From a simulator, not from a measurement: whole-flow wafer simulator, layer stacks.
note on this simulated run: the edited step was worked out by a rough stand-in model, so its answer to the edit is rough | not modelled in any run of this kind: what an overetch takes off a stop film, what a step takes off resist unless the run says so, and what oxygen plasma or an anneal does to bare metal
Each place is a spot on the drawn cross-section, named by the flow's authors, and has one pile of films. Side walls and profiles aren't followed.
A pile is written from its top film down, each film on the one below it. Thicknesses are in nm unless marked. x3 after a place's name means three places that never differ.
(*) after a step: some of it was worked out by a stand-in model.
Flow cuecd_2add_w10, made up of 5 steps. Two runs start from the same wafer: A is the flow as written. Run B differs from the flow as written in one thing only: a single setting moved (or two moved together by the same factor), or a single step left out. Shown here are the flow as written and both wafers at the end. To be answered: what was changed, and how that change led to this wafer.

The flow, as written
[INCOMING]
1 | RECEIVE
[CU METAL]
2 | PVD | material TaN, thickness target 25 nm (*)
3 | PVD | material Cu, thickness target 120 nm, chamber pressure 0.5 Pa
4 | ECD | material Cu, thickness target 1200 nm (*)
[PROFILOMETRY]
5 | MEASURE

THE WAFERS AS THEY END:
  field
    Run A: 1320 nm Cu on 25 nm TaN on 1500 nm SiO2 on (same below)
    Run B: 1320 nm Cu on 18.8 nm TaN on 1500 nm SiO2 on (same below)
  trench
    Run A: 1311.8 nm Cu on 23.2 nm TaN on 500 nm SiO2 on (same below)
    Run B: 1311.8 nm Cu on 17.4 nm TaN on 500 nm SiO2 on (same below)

The reason: step 2, PVD: thickness target 18.8 nm was run, while the flow as written has thickness target 25 nm.
One can read it off the wafer: field has TaN 18.8, and step 2 as written asks for 25 nm.

The path from the change to this, step by step:
  2 | PVD | material TaN, thickness target 25 nm (*)
      field: A +25 TaN (new film) | B +18.8 TaN (new film)
      trench: A +23.2 TaN (new film) | B +17.4 TaN (new film)
